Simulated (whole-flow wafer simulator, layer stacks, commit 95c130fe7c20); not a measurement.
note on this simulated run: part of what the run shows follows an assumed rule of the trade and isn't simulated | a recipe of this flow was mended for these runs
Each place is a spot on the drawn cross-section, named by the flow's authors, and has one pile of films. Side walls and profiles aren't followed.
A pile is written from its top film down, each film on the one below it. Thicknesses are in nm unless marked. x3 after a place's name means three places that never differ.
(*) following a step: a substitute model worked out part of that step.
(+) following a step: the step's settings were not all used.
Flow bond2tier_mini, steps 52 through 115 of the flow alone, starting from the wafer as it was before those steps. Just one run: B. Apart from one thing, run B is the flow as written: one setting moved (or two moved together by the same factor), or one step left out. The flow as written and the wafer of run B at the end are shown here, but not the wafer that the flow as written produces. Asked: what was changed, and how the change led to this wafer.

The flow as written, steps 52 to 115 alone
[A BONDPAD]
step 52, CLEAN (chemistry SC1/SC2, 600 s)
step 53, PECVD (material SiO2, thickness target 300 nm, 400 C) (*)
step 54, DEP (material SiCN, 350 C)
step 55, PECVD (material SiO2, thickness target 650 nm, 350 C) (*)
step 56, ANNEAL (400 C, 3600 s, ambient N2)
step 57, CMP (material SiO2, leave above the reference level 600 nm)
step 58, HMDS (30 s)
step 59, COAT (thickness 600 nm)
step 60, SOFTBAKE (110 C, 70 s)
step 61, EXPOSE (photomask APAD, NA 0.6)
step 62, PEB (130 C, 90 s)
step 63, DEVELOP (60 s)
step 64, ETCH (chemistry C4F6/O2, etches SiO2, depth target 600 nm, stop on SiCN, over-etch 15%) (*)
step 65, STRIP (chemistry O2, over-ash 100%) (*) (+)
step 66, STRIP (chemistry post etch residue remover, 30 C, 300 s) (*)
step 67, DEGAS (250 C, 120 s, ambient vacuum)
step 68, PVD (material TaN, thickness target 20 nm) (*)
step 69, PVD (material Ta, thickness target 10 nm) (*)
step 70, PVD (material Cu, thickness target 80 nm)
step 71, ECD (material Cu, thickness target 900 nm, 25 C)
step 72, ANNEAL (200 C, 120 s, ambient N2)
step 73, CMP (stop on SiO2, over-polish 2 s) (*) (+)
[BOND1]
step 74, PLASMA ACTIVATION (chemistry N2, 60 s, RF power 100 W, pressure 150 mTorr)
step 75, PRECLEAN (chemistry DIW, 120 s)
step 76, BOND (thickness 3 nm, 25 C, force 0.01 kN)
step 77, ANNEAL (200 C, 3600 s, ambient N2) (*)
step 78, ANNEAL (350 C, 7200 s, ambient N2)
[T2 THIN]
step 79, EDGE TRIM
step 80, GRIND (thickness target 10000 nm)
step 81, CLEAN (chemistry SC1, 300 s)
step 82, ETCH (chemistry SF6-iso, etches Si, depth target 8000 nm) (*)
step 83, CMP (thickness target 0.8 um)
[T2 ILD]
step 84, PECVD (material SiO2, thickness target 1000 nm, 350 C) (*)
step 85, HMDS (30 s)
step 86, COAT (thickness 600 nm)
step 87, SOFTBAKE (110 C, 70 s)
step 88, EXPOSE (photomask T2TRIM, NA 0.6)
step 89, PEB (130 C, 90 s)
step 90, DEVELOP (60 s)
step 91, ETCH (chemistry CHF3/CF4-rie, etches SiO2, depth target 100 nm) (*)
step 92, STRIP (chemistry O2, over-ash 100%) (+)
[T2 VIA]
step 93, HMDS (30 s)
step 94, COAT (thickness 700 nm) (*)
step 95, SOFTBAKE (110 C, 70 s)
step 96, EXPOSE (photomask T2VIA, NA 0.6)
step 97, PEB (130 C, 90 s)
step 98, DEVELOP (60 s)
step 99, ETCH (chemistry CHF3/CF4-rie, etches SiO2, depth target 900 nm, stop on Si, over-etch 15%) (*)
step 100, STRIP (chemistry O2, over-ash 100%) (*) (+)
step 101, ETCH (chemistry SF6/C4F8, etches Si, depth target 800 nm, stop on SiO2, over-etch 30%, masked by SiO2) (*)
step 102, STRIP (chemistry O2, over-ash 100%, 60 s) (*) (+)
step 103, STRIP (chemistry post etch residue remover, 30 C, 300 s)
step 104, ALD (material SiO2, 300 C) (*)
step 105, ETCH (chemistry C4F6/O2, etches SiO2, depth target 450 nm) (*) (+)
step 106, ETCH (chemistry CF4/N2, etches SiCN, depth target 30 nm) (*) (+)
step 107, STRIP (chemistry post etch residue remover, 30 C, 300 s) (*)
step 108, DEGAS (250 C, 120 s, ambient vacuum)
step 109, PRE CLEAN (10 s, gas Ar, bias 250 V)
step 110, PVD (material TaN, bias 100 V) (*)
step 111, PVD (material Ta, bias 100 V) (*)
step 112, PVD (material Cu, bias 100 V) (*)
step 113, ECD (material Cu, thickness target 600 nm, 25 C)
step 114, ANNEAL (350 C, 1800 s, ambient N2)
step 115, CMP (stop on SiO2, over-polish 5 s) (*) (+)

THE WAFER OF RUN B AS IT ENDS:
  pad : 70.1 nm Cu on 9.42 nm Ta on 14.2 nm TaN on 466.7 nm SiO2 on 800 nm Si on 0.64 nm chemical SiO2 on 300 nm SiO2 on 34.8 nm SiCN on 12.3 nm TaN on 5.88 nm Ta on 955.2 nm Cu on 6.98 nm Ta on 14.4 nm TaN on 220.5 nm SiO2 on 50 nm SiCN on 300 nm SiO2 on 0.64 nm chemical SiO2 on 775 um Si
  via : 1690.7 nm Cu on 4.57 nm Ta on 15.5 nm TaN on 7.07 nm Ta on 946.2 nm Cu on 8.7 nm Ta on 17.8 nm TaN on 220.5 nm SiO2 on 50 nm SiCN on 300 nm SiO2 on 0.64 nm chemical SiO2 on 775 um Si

The reason: step 64, ETCH: depth target 330 nm was run, though the flow has depth target 600 nm.

Step by step, how the change led to this:
  step 64, ETCH (chemistry C4F6/O2, etches SiO2, depth target 600 nm, stop on SiCN, over-etch 15%) (*)
      pad, via: SiO2 loses 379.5 (as written it would have been: SiO2 loses 600 (all of it), SiCN loses 15.2)
      field: thick-KrF-resist loses 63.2 (as written it would have been: thick-KrF-resist loses 115)
  step 65, STRIP (chemistry O2, over-ash 100%) (*) (+)
      field: thick-KrF-resist loses 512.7 (all of it) (as written it would have been: thick-KrF-resist loses 460.9 (all of it))
  step 68, PVD (material TaN, thickness target 20 nm) (*)
      pad: TaN gains 14.4 (new film) (as written it would have been: TaN gains 12.3 (new film))
      via: TaN gains 17.8 (new film) (as written it would have been: TaN gains 14.9 (new film))
  step 69, PVD (material Ta, thickness target 10 nm) (*)
      pad: Ta gains 6.98 (new film) (as written it would have been: Ta gains 5.88 (new film))
      via: Ta gains 8.7 (new film) (as written it would have been: Ta gains 7.07 (new film))
  step 70, PVD (material Cu, thickness target 80 nm)
      pad: Cu gains 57 (new film) (as written it would have been: Cu gains 48.4 (new film))
      via: Cu gains 70.9 (new film) (as written it would have been: Cu gains 59 (new film))
  step 71, ECD (material Cu, thickness target 900 nm, 25 C)
      pad: Cu gains 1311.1 (as written it would have been: Cu gains 1558.7)
      via: Cu gains 1292.1 (as written it would have been: Cu gains 1544.3)
